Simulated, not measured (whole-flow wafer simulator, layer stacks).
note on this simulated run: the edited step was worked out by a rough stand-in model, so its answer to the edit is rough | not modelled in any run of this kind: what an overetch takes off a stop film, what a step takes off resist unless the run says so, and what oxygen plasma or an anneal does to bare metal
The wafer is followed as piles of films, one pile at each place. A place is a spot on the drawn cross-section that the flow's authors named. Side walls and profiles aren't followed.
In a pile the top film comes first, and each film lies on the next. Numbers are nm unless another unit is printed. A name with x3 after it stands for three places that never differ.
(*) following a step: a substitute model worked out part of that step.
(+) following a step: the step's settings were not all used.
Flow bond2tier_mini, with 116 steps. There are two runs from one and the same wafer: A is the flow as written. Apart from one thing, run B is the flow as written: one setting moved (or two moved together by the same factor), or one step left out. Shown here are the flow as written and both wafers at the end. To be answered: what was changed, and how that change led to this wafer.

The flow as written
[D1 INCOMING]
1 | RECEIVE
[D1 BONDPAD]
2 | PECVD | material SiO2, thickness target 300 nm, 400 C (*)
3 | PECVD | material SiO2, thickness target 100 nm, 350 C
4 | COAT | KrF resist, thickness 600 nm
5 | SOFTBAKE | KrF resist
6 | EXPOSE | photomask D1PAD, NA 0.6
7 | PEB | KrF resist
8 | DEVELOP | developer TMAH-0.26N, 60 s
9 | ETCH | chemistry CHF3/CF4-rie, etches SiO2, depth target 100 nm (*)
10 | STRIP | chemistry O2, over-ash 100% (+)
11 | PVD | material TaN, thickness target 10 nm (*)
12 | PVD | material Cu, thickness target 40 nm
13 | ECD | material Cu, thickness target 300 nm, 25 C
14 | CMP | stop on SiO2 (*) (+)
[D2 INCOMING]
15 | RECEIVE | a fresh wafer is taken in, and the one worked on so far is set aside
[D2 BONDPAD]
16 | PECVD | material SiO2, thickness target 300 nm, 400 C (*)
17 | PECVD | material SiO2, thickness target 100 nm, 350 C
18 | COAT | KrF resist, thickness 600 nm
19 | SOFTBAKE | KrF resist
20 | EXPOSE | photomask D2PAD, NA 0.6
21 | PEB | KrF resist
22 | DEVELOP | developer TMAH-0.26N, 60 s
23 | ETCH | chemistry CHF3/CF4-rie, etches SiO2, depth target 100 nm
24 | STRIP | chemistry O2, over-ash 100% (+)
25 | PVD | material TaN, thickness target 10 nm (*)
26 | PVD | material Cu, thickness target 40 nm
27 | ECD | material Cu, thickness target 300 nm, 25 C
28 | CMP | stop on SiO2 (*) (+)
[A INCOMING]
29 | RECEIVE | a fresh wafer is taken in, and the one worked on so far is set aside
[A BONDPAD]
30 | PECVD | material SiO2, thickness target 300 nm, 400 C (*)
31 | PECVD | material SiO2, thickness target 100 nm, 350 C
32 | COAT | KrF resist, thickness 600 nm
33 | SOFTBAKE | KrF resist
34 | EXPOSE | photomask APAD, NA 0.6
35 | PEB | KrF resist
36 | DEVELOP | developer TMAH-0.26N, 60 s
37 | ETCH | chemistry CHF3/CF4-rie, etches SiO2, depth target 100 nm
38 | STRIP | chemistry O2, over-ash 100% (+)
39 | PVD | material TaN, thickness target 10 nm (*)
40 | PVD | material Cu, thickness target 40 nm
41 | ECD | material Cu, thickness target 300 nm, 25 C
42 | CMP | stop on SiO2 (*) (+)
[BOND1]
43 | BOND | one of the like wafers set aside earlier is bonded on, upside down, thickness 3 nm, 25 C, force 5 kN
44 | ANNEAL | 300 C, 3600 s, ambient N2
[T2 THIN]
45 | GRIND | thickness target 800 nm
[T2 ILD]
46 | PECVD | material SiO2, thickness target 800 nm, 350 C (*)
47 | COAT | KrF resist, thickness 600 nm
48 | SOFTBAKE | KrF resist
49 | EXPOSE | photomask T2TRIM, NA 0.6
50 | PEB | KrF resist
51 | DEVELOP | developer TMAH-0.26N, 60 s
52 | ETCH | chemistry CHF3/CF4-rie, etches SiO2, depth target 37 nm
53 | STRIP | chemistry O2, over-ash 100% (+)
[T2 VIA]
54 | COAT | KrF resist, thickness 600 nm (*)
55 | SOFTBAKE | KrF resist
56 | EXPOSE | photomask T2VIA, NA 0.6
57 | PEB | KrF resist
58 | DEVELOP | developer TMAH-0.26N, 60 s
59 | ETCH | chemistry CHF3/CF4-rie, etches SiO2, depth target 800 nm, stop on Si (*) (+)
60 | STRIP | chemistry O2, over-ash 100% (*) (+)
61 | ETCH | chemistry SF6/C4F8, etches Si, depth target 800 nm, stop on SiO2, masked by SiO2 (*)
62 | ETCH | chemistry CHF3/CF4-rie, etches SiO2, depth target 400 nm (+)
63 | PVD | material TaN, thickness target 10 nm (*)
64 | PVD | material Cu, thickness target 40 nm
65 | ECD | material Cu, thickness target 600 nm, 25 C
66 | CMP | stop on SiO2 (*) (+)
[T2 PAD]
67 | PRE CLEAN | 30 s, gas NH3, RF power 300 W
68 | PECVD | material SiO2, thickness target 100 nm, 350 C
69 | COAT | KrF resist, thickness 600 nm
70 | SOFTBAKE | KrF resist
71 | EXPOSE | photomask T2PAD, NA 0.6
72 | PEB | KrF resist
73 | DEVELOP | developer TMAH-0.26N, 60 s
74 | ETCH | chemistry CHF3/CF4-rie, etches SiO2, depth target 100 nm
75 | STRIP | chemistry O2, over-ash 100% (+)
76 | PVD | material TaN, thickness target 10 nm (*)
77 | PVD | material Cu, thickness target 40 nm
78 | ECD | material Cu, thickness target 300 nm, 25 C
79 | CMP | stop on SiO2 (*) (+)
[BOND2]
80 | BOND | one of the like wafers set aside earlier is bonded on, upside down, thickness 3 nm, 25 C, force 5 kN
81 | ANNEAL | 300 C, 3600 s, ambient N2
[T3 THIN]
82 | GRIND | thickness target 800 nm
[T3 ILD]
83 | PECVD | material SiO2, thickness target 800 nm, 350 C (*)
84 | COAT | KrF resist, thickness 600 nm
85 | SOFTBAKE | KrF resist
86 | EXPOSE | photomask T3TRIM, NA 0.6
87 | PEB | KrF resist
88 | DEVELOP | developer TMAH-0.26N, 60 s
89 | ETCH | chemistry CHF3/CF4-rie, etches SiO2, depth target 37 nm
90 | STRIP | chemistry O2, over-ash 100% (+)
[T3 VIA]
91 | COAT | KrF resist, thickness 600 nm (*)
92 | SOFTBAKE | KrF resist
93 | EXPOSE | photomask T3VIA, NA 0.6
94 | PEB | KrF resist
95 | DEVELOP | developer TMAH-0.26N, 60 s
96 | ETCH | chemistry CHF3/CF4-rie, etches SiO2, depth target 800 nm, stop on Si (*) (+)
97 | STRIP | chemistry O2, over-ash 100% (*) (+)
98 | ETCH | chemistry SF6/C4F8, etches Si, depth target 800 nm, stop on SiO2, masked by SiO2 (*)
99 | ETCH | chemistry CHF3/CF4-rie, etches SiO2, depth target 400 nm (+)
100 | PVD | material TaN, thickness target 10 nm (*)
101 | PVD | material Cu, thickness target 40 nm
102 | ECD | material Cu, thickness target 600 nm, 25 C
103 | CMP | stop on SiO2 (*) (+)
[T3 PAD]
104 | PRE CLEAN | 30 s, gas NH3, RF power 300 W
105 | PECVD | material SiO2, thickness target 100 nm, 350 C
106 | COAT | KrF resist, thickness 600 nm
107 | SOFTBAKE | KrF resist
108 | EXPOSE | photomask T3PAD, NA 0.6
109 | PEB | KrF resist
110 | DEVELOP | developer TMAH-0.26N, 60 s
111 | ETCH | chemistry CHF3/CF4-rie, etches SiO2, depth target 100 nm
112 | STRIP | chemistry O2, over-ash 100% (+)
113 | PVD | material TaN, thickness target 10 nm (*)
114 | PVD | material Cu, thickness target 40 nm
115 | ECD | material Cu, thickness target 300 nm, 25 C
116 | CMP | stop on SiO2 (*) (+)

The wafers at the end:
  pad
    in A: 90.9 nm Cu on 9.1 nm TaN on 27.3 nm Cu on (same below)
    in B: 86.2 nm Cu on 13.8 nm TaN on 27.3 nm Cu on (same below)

Cause: step 113, PVD: thickness target 15.2 nm was run, while the flow as written has thickness target 10 nm.

Step by step, how the change led to this:
  113 | PVD | material TaN, thickness target 10 nm (*)
      field: A TaN gains 10 (new film) | B TaN gains 15.2 (new film)
      pad: A TaN gains 9.1 (new film) | B TaN gains 13.8 (new film)
  116 | CMP | stop on SiO2 (*) (+)
      field: A Cu loses 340 (all of it), TaN loses 10 (all of it) | B Cu loses 340 (all of it), TaN loses 15.2 (all of it)
